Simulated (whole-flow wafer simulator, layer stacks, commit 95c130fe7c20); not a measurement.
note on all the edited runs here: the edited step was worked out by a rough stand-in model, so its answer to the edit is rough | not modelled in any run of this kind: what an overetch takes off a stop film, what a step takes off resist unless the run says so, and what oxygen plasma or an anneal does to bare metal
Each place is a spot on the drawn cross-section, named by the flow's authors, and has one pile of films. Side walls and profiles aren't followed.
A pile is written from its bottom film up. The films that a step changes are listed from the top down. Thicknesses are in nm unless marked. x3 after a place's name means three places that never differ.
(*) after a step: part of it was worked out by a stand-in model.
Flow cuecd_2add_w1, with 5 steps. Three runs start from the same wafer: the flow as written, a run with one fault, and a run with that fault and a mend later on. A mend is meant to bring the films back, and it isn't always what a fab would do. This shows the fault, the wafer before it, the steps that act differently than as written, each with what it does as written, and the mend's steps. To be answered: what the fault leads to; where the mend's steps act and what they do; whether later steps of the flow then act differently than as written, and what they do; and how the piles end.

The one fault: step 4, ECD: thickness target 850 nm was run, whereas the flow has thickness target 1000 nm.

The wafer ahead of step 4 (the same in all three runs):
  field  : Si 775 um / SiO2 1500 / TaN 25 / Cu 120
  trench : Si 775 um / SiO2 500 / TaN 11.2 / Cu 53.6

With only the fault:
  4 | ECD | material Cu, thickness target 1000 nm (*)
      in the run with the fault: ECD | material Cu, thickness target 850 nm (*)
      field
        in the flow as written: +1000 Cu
        in the run with the fault: +850 Cu
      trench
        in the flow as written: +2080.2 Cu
        in the run with the fault: +1930.2 Cu
  Later steps of the flow that are run all act as written at every place that is followed.
  At field, trench, the piles at the end differ from the flow's by more than 2% or 0.5 nm, whichever is larger.
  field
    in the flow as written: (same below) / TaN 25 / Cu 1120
    in the run with the fault: (same below) / TaN 25 / Cu 970
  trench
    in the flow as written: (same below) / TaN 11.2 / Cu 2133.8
    in the run with the fault: (same below) / TaN 11.2 / Cu 1983.8

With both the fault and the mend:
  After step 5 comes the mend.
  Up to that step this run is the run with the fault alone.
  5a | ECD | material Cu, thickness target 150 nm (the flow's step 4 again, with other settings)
      field, trench
        +150 Cu
  Later steps of the flow that are run all act as written at every place that is followed.
  By the end, the piles equal the flow's at every place that both follow.
